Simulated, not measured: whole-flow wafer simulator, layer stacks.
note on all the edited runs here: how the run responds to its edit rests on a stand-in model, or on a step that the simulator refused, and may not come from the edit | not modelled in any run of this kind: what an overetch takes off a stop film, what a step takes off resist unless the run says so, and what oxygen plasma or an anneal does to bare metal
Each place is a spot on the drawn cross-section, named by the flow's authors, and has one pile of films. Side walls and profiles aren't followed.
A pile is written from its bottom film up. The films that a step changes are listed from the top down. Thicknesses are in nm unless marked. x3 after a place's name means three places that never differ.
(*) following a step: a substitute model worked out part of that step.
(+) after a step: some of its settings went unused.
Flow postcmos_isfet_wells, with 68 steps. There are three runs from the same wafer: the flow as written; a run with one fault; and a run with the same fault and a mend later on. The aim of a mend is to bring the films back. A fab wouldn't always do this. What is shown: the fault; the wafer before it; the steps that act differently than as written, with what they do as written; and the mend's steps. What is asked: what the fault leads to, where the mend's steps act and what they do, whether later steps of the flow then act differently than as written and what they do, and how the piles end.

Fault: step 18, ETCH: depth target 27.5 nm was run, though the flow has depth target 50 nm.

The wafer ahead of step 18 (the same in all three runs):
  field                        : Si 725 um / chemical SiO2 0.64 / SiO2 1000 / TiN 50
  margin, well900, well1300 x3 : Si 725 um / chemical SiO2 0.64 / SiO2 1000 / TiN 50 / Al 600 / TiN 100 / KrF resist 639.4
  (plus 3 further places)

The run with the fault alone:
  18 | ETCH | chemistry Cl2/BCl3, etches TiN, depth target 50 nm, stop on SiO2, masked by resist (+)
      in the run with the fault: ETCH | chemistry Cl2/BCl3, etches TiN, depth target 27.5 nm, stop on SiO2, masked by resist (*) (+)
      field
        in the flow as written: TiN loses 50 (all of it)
        in the run with the fault: TiN loses 27.5
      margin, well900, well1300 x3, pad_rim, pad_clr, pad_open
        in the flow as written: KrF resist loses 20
        in the run with the fault: KrF resist loses 11
  Steps further on in the flow that do not act as written (2 other steps are not shown; they differ only slightly, by no more than 2% or 0.5 nm, whichever is larger):
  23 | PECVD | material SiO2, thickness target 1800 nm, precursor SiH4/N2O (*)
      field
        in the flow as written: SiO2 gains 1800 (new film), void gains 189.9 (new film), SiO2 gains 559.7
        in the run with the fault: SiO2 gains 1800 (new film), void gains 173.3 (new film), SiO2 gains 554.2 (new film)
  By the end, the piles at field depart from the flow's by more than 2% or 0.5 nm, whichever is larger.
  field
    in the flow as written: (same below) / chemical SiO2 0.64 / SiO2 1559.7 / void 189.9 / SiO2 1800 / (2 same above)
    in the run with the fault: (same below) / chemical SiO2 0.64 / SiO2 1000 / TiN 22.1 / SiO2 554.2 / void 173.3 / SiO2 1800 / (2 same above)

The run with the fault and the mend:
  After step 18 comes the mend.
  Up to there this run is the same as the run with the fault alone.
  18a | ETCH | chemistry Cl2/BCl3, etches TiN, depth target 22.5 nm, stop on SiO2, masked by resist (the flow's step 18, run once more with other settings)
      margin, well900, well1300 x3, pad_rim, pad_clr, pad_open
        KrF resist loses 9
      field
        TiN loses 22.5 (all of it)
  Every later step of the flow that is run acts as written at every place that is followed.
  At every place that both follow, the piles at the end match the flow's.
